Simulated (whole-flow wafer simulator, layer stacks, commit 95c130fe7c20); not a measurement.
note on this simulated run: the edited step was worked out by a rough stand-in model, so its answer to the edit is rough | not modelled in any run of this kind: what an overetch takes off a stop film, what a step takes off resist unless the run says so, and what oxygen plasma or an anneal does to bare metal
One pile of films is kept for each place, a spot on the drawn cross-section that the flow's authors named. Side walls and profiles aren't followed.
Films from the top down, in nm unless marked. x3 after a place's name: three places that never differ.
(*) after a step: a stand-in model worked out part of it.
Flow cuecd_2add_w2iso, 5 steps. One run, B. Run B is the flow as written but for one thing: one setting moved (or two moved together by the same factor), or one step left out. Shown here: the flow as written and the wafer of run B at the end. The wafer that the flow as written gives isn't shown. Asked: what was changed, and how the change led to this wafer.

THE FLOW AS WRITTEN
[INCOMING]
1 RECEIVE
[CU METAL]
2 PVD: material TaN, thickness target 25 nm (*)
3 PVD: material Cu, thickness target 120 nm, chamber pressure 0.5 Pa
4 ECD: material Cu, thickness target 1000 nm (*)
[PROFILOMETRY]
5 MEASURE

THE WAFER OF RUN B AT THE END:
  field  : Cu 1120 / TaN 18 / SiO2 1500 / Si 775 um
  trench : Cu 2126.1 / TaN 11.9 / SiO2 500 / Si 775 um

The cause: step 2, PVD: thickness target 18 nm was run, where the flow has thickness target 25 nm.
It can be read off the wafer: field has TaN 18, and step 2 as written asks for 25 nm.

How the change led to this, step by step:
  2 PVD: material TaN, thickness target 25 nm (*)
      field: TaN +18 (new film) (as written it would be: TaN +25 (new film))
      trench: TaN +11.9 (new film) (as written it would be: TaN +16.6 (new film))
